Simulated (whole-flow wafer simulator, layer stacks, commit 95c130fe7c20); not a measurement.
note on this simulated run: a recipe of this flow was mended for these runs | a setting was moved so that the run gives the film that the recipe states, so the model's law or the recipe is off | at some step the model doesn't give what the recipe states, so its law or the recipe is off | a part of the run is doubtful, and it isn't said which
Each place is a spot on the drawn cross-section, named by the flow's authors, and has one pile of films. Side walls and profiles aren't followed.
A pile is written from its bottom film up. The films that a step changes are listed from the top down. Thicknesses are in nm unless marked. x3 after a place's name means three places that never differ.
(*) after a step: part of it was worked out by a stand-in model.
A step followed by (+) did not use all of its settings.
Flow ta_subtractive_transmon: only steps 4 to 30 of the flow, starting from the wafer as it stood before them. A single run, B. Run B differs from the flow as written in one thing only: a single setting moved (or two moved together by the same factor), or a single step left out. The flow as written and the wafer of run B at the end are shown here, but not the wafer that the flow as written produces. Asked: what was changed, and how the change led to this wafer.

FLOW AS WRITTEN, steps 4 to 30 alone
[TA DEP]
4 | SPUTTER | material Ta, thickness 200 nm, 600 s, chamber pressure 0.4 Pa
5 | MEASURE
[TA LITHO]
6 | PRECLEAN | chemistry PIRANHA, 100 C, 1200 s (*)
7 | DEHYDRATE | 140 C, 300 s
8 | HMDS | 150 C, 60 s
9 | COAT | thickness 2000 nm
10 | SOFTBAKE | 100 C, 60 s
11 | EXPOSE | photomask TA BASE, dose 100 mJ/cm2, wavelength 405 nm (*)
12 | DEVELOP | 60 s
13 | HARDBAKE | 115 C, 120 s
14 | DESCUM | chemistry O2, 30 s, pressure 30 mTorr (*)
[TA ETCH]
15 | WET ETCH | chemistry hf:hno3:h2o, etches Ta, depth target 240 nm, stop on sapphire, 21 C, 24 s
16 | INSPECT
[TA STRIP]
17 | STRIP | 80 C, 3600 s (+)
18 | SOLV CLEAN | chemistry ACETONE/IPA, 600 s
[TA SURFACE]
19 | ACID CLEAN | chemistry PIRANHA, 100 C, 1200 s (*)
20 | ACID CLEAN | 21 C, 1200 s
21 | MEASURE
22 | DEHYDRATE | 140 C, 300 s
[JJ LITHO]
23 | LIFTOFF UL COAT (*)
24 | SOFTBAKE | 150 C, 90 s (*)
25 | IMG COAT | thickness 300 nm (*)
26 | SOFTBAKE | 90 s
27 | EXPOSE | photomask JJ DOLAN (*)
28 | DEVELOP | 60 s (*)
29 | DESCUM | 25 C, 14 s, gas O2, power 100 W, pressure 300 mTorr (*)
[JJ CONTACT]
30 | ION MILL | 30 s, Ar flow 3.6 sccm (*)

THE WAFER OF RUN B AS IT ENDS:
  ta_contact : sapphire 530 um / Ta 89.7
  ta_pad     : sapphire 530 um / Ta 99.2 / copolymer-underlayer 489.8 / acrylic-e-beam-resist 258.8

The reason: step 4, SPUTTER: thickness 100 nm was run, while the flow as written has thickness 200 nm; step 4, SPUTTER: 300 s was run, where the flow has 600 s.

How this came from the change, step by step:
  4 | SPUTTER | material Ta, thickness 200 nm, 600 s, chamber pressure 0.4 Pa
      field x2, jj_line, lead, ta_contact, ta_pad: Ta gains 100 (new film) (as written it would have been: Ta gains 200 (new film))
  15 | WET ETCH | chemistry hf:hno3:h2o, etches Ta, depth target 240 nm, stop on sapphire, 21 C, 24 s
      field x2, jj_line, lead: Ta loses 99.7 (all of it) (as written it would have been: Ta loses 199.7 (all of it))
  23 | LIFTOFF UL COAT (*)
      lead: copolymer-underlayer gains 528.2 (new film) (as written it would have been: copolymer-underlayer gains 554.7 (new film))
      ta_contact: copolymer-underlayer gains 470.8 (new film) (as written it would have been: copolymer-underlayer gains 443.9 (new film))
  25 | IMG COAT | thickness 300 nm (*)
      lead: acrylic-e-beam-resist gains 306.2 (new film) (as written it would have been: acrylic-e-beam-resist gains 312.5 (new film))
      ta_contact: acrylic-e-beam-resist gains 293.9 (new film) (as written it would have been: acrylic-e-beam-resist gains 287.5 (new film))
      (as well as at 1 more place)
  28 | DEVELOP | 60 s (*)
      lead: acrylic-e-beam-resist loses 306.2 (all of it), copolymer-underlayer loses 528.2 (all of it) (as written it would have been: acrylic-e-beam-resist loses 312.5 (all of it), copolymer-underlayer loses 554.7 (all of it))
      ta_contact: acrylic-e-beam-resist loses 293.9 (all of it), copolymer-underlayer loses 470.8 (all of it) (as written it would have been: acrylic-e-beam-resist loses 287.5 (all of it), copolymer-underlayer loses 443.9 (all of it))
